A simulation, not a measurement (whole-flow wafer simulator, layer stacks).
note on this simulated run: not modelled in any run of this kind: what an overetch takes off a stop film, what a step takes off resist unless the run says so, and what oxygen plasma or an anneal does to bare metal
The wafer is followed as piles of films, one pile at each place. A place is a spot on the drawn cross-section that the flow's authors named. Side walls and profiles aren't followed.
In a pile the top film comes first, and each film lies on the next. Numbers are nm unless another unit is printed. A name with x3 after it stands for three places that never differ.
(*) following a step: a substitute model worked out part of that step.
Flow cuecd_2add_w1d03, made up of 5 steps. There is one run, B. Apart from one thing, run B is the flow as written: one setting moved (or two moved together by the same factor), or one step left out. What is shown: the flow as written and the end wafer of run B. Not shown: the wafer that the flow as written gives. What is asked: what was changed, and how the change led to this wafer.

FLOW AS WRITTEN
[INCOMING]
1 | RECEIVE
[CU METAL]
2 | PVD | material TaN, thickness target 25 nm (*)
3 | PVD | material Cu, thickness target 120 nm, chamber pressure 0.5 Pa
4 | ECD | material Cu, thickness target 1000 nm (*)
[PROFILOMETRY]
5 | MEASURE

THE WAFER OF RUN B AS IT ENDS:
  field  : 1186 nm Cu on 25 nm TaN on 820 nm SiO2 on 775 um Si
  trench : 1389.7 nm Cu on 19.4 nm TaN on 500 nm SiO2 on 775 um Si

Cause: step 3, PVD: thickness target 186 nm was run, though the flow has thickness target 120 nm.

The path from the change to this, step by step:
  3 | PVD | material Cu, thickness target 120 nm, chamber pressure 0.5 Pa
      field: Cu gains 186 (new film) (it would be, as written: Cu gains 120 (new film))
      trench: Cu gains 144.7 (new film) (it would be, as written: Cu gains 93.4 (new film))
